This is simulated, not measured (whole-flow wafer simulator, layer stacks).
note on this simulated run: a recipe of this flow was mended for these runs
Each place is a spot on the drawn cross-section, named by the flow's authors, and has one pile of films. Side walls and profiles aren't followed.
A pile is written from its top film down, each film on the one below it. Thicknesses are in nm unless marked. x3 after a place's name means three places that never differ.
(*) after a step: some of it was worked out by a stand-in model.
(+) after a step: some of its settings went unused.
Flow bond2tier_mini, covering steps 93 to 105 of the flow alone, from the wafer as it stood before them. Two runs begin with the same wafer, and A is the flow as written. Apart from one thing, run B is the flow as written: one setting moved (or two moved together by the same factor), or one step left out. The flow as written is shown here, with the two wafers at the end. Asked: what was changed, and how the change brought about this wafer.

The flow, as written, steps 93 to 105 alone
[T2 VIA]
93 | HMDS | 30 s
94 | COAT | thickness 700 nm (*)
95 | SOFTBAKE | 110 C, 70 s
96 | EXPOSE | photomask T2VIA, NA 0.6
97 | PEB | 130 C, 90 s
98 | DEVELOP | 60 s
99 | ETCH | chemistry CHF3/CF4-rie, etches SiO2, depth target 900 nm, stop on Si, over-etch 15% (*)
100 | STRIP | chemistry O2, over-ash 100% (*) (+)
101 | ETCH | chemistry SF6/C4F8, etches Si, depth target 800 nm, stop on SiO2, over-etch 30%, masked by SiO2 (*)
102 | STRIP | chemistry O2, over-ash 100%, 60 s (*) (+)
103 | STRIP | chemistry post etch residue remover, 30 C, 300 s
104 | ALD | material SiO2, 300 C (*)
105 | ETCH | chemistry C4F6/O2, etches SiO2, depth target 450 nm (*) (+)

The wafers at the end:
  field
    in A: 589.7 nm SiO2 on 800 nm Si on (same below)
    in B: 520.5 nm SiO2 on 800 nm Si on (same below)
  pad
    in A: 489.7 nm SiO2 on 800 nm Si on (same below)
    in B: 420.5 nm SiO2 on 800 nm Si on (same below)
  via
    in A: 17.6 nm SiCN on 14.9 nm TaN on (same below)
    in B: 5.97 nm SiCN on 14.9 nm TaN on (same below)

Cause: step 105, ETCH: depth target 519.2 nm was run, whereas the flow has depth target 450 nm.

How this came from the change, step by step:
  105 | ETCH | chemistry C4F6/O2, etches SiO2, depth target 450 nm (*) (+)
      field, pad: A -450 SiO2 | B -519.2 SiO2
      via: A -348.1 SiO2 (all of it), -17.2 SiCN | B -348.1 SiO2 (all of it), -28.8 SiCN
